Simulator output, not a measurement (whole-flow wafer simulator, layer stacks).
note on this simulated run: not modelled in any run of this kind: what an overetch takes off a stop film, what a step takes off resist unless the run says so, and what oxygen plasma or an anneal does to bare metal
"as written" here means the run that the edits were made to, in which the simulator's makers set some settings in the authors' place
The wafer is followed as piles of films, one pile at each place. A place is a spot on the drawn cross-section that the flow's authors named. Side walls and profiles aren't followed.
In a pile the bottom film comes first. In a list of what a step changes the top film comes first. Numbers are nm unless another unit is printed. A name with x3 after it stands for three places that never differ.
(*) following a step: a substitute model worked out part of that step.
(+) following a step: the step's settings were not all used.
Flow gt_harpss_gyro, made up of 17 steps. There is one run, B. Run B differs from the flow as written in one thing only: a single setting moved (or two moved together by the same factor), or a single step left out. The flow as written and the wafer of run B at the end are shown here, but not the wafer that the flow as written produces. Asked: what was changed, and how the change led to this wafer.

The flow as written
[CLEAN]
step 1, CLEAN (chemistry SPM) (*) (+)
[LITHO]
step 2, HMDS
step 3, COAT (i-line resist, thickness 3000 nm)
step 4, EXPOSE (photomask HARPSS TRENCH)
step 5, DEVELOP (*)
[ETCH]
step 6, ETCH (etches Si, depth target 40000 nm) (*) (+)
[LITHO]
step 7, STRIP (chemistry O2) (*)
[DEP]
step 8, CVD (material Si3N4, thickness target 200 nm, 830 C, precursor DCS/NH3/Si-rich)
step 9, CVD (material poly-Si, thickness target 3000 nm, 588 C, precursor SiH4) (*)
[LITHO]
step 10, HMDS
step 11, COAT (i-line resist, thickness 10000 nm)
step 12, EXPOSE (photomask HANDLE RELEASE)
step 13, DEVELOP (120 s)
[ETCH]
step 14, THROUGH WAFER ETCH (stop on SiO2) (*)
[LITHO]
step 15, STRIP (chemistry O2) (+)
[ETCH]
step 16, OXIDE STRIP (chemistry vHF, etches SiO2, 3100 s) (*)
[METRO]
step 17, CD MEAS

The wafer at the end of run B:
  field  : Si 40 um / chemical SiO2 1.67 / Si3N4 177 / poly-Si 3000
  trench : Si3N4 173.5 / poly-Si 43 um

What caused this: step 8, CVD: thickness target 177 nm was run, whereas the flow has thickness target 200 nm.
The wafer lets one read it off: field has Si3N4 177, and step 8 as written asks for 200 nm.

The path from the change to this, step by step:
  step 8, CVD (material Si3N4, thickness target 200 nm, 830 C, precursor DCS/NH3/Si-rich)
      field: +177 Si3N4 (new film) (as written it would have been: +200 Si3N4 (new film))
      trench: +173.5 Si3N4 (new film) (as written it would have been: +195.9 Si3N4 (new film))
  step 9, CVD (material poly-Si, thickness target 3000 nm, 588 C, precursor SiH4) (*)
      trench: +43 um poly-Si (new film) (as written it would have been: +43.01 um poly-Si (new film))
